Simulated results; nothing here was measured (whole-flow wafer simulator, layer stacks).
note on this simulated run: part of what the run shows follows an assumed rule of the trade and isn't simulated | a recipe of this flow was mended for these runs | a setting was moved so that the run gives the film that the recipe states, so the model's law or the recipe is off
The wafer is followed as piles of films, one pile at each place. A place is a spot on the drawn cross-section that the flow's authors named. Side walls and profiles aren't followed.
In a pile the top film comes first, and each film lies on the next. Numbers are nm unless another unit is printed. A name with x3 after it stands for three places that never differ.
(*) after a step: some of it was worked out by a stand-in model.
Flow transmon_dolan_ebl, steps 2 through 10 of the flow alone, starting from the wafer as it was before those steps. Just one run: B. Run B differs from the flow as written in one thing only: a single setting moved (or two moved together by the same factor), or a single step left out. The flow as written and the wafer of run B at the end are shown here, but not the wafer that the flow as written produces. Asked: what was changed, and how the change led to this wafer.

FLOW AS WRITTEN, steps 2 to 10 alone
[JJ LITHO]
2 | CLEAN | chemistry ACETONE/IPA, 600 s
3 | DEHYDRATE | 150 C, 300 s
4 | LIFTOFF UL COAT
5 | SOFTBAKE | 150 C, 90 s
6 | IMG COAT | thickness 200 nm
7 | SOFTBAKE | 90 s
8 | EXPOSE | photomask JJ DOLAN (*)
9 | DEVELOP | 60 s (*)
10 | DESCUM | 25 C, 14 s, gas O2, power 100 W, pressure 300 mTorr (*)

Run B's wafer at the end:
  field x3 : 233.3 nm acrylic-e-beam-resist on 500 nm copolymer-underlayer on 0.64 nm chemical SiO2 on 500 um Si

What caused this: step 6, IMG COAT: thickness 248 nm was run, while the flow as written has thickness 200 nm.

Step by step, how the change led to this:
  6 | IMG COAT | thickness 200 nm
      field x3, jj_line: +248 acrylic-e-beam-resist (new film) (it would be, as written: +200 acrylic-e-beam-resist (new film))
  9 | DEVELOP | 60 s (*)
      jj_line: -248 acrylic-e-beam-resist (all of it), -500 copolymer-underlayer (all of it) (it would be, as written: -200 acrylic-e-beam-resist (all of it), -500 copolymer-underlayer (all of it))
